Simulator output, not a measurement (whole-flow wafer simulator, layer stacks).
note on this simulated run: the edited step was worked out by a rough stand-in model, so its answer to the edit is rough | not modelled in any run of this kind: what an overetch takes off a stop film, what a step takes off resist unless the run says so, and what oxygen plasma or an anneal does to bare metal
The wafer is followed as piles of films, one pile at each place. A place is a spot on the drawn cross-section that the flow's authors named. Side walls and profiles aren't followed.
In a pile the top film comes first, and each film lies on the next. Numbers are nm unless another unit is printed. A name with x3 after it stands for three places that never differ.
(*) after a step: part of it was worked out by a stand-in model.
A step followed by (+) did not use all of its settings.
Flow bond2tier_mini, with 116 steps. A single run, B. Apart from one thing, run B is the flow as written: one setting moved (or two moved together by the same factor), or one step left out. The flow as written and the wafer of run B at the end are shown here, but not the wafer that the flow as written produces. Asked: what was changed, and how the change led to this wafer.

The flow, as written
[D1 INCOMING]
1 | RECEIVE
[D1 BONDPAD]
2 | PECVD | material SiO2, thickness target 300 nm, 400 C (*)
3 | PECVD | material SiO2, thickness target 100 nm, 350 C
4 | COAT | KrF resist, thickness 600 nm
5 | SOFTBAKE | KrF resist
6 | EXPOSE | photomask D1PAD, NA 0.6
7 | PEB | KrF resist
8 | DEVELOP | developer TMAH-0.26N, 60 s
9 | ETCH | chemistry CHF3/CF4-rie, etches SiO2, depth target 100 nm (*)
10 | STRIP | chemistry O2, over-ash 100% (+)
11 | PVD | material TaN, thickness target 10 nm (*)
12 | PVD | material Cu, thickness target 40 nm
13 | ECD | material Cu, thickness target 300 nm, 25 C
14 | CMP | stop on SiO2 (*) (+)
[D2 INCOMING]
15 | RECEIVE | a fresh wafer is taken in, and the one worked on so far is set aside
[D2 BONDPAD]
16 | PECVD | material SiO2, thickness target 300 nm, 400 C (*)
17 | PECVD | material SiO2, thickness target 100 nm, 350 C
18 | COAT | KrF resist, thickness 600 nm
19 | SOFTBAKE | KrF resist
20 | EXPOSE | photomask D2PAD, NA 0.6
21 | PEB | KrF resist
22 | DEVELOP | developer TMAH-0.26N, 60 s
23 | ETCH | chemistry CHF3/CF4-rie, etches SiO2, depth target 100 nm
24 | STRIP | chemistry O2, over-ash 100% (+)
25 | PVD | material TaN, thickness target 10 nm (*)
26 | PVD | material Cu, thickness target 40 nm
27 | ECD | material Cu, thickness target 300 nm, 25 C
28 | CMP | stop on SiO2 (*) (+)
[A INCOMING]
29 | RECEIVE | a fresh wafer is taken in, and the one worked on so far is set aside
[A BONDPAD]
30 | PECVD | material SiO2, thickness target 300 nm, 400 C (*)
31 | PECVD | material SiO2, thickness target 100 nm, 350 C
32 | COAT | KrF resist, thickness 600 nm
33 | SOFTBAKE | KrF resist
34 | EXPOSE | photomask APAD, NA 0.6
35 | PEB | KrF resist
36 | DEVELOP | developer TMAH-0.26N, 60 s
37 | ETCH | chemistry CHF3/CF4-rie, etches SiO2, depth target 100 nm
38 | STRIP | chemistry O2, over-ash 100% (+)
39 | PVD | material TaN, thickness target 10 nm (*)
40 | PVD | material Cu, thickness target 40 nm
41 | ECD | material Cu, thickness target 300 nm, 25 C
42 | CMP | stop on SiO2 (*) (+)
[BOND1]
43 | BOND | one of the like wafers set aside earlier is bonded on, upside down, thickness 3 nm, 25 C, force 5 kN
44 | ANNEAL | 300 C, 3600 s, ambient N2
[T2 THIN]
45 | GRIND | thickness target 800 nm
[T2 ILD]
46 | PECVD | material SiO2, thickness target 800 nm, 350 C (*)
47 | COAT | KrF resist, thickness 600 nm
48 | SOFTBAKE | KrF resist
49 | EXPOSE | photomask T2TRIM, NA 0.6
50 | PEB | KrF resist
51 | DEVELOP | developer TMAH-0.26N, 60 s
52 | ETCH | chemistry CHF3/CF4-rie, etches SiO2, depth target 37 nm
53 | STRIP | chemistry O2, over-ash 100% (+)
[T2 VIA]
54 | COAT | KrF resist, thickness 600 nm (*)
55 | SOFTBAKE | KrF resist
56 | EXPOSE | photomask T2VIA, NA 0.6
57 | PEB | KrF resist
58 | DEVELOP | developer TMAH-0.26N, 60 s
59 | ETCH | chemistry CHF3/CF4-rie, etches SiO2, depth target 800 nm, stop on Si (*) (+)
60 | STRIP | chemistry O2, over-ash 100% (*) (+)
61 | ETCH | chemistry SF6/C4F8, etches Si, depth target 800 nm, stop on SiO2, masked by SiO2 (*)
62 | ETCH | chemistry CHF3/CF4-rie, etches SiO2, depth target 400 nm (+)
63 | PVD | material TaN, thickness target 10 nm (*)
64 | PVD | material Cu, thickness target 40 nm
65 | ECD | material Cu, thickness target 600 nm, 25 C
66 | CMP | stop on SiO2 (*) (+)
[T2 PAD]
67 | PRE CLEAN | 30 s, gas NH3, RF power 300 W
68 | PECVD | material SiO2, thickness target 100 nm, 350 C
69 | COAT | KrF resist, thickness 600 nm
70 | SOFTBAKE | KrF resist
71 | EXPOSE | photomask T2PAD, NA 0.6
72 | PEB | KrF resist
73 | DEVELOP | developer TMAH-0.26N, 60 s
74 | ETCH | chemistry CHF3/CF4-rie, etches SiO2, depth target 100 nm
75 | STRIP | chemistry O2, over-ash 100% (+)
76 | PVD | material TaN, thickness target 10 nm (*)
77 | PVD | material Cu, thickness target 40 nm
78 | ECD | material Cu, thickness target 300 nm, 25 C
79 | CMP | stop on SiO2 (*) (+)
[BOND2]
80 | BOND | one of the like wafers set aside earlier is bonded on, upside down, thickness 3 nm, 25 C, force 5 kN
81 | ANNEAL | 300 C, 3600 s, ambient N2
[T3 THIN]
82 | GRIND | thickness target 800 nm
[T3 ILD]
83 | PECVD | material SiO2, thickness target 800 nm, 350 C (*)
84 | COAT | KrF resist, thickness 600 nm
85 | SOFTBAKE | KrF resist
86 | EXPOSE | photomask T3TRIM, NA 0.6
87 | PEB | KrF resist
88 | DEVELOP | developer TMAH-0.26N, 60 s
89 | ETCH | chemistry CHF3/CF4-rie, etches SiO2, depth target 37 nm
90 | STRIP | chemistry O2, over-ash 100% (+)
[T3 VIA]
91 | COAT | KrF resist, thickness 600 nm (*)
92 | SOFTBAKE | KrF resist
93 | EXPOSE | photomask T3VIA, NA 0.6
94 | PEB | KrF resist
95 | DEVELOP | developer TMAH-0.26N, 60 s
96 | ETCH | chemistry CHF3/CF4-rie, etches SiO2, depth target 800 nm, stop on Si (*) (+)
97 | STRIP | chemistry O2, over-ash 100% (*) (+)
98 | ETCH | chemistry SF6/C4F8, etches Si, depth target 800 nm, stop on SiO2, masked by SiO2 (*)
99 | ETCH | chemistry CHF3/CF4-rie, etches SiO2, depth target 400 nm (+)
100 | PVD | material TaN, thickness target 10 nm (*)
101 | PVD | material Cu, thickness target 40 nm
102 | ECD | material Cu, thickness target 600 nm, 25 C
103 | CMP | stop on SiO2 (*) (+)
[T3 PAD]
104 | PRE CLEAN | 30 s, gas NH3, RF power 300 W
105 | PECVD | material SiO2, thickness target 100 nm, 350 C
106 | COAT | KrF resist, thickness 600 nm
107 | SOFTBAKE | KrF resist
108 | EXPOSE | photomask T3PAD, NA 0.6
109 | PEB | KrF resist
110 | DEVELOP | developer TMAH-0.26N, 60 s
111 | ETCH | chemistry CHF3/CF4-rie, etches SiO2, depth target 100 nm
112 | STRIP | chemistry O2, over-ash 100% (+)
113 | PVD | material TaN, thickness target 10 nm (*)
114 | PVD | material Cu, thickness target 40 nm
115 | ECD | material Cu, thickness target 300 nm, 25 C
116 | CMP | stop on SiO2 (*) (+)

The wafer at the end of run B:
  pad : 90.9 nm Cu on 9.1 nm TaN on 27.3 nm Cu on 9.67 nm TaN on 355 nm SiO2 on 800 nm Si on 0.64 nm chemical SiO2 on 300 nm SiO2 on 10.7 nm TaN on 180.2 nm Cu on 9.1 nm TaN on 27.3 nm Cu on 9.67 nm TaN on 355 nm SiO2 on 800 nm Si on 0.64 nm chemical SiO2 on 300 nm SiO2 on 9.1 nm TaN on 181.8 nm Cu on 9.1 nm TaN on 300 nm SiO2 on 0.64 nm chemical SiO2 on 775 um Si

What caused this: step 25, PVD: thickness target 11.8 nm was run, though the flow has thickness target 10 nm.

How this came from the change, step by step:
  25 | PVD | material TaN, thickness target 10 nm (*)
      field: +11.8 TaN (new film) (in the flow as written it would be: +10 TaN (new film))
      pad: +10.7 TaN (new film) (in the flow as written it would be: +9.1 TaN (new film))
      (as well as at 1 more place)
  28 | CMP | stop on SiO2 (*) (+)
      field: -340 Cu (all of it), -11.8 TaN (all of it) (in the flow as written it would be: -340 Cu (all of it), -10 TaN (all of it))
  80 | BOND | one of the like wafers set aside earlier is bonded on, upside down, thickness 3 nm, 25 C, force 5 kN
      pad: +775 um Si (new film), +0.64 chemical SiO2 (new film), +300 SiO2 (new film), +10.7 TaN (new film), +89.3 Cu (in the flow as written it would be: +775 um Si (new film), +0.64 chemical SiO2 (new film), +300 SiO2 (new film), +9.1 TaN (new film), +90.9 Cu)
